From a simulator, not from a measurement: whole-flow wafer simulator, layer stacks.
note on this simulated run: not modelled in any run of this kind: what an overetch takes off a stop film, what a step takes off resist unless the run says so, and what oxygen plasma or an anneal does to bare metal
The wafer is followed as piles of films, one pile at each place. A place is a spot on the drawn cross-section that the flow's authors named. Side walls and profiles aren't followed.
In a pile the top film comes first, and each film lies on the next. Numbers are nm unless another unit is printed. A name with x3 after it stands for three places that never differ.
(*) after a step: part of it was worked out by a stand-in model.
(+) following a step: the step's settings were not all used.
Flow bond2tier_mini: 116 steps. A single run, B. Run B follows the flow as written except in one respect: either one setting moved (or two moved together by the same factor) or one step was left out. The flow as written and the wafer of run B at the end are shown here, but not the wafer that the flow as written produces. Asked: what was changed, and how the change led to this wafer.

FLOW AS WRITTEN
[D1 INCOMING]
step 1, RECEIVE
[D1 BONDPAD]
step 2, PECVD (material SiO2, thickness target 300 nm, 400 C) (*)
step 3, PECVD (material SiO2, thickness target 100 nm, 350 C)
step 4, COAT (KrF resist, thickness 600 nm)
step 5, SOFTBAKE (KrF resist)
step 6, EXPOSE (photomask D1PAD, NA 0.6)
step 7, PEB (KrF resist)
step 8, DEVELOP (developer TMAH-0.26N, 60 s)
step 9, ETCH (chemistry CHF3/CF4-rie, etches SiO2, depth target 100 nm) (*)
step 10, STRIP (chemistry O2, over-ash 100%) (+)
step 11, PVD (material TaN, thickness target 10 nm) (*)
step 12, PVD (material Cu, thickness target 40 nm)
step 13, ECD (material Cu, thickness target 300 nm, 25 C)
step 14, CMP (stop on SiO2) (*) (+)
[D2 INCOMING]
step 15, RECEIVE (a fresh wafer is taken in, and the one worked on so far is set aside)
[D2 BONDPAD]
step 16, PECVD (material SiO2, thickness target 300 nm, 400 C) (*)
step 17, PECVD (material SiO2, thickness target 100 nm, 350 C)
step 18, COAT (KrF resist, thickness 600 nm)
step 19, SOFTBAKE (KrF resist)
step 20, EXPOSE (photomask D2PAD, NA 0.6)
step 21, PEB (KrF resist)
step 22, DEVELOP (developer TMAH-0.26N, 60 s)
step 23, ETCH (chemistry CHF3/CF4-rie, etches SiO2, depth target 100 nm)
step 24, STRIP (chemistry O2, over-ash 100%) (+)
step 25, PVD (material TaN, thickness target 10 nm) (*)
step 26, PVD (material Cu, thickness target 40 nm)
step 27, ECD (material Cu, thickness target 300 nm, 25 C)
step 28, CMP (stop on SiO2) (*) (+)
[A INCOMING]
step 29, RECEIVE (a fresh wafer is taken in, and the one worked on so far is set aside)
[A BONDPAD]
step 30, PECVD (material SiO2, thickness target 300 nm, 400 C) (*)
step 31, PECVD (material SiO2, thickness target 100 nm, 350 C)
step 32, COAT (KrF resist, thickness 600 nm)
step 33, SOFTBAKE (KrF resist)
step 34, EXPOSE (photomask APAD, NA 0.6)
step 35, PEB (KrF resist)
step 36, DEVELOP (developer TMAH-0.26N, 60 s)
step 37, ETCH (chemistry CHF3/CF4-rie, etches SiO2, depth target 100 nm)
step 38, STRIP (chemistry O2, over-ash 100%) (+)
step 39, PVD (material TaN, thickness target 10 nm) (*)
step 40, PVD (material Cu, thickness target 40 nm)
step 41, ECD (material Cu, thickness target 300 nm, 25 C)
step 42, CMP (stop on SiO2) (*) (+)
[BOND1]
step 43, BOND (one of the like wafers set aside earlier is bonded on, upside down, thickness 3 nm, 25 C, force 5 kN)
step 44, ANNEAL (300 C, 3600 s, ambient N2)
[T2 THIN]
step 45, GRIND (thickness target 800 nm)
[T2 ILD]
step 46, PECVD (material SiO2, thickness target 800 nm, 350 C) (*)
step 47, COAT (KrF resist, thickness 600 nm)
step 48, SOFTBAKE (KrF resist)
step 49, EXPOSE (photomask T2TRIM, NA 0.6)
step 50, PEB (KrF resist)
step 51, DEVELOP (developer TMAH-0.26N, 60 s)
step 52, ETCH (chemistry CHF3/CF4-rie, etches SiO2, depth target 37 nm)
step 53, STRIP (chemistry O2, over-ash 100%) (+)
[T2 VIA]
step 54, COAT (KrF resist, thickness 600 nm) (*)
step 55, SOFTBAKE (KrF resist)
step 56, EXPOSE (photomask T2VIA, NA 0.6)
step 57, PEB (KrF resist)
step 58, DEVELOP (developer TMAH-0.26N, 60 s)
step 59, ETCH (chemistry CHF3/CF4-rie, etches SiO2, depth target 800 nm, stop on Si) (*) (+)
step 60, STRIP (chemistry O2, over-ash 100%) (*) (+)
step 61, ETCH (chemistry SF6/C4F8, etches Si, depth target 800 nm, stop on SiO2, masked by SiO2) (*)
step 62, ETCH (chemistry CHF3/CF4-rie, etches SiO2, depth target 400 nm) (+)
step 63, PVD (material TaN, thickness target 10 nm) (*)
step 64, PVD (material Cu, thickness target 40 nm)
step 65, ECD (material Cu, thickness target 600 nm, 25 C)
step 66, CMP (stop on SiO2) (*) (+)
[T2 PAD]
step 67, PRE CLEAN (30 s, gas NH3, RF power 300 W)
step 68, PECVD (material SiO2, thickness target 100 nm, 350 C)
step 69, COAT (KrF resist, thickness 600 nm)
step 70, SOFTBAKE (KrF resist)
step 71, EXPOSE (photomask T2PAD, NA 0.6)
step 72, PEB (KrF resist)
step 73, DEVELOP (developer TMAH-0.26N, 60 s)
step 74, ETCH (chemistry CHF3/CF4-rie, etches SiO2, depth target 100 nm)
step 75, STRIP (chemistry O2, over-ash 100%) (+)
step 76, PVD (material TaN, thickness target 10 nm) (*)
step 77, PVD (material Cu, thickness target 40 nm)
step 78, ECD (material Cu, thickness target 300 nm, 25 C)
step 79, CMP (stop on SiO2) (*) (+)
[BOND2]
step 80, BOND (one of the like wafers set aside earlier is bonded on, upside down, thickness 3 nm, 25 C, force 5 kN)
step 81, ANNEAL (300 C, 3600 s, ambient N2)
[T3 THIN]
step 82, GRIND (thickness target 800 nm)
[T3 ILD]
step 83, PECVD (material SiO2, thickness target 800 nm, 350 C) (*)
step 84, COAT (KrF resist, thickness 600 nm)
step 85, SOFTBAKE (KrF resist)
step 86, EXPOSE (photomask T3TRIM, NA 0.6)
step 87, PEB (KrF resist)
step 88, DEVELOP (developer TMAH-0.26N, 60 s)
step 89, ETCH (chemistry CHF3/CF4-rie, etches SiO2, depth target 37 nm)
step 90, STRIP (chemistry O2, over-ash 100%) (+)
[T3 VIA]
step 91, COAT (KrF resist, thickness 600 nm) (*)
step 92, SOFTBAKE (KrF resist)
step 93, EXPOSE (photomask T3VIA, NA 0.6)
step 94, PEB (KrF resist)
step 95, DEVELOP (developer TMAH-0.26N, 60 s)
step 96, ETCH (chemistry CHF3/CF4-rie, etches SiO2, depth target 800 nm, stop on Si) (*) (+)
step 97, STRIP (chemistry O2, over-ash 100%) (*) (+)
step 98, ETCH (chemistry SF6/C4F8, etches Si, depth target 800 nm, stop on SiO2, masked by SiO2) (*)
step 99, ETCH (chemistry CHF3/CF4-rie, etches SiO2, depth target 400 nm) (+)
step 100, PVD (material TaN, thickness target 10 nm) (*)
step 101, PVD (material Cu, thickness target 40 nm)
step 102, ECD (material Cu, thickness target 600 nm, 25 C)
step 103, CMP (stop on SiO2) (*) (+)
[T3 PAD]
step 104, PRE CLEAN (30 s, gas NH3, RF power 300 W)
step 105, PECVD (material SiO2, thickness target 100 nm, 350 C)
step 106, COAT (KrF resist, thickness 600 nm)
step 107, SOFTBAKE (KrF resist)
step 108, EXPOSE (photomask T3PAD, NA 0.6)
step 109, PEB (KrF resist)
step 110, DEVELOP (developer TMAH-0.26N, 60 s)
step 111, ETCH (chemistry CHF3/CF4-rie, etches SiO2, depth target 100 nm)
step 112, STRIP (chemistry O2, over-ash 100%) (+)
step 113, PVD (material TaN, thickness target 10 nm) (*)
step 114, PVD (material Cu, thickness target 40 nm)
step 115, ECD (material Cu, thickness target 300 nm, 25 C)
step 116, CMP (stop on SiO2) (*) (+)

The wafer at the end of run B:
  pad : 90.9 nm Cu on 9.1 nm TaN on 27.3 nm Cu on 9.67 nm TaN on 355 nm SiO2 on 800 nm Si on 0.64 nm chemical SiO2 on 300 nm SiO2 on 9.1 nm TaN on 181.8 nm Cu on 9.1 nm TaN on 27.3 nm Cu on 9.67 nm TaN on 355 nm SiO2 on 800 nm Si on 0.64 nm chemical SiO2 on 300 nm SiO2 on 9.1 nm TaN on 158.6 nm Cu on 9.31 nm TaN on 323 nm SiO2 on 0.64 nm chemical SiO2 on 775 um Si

What caused this: step 37, ETCH: depth target 77 nm was run, whereas the flow has depth target 100 nm.

How this came from the change, step by step:
  step 37, ETCH (chemistry CHF3/CF4-rie, etches SiO2, depth target 100 nm)
      pad, via: -77 SiO2 (it would be, as written: -100 SiO2)
      field: -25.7 KrF resist (it would be, as written: -33.3 KrF resist)
  step 40, PVD (material Cu, thickness target 40 nm)
      pad: +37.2 Cu (new film) (it would be, as written: +36.4 Cu (new film))
  step 41, ECD (material Cu, thickness target 300 nm, 25 C)
      pad: +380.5 Cu (it would be, as written: +404.5 Cu)
      via: +377.1 Cu (it would be, as written: +400.2 Cu)
